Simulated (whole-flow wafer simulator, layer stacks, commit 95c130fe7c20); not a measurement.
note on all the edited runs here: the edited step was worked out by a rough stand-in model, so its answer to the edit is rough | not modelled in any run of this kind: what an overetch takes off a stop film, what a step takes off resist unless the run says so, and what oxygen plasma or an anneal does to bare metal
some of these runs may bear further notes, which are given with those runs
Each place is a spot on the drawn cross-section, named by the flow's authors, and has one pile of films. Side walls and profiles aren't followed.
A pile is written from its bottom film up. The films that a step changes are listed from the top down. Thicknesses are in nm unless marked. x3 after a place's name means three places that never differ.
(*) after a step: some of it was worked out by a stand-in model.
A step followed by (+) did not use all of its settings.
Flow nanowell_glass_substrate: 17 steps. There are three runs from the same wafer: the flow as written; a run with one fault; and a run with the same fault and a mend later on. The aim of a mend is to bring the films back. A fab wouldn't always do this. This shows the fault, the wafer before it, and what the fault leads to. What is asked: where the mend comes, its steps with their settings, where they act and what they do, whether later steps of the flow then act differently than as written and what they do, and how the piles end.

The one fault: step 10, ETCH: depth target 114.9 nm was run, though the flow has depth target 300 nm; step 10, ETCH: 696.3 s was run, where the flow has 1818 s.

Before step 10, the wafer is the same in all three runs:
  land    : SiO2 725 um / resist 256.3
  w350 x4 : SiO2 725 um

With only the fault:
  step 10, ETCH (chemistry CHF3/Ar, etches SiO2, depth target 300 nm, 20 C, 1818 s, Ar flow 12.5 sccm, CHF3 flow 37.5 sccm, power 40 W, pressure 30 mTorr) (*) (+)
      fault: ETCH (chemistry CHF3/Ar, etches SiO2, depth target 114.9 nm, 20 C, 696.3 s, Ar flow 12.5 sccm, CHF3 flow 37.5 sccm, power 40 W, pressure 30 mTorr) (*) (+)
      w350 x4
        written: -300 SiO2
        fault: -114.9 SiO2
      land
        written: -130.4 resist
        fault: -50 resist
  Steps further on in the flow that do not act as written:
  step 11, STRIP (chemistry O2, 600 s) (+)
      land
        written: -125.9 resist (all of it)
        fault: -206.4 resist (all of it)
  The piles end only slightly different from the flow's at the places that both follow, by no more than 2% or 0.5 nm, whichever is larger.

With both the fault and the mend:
  After step 10 comes the mend.
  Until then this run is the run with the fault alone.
  step 10a, ETCH (chemistry CHF3/Ar, etches SiO2, depth target 185.1 nm, 20 C, 1122 s, Ar flow 12.5 sccm, CHF3 flow 37.5 sccm, power 40 W, pressure 30 mTorr) (*) (+) (a further turn of the flow's step 10, with different settings)
      w350 x4
        -185.1 SiO2
      land
        -80.5 resist
  Later steps of the flow that are run all act as written at every place that is followed.
  The piles end the same as the flow's at every place that both follow.
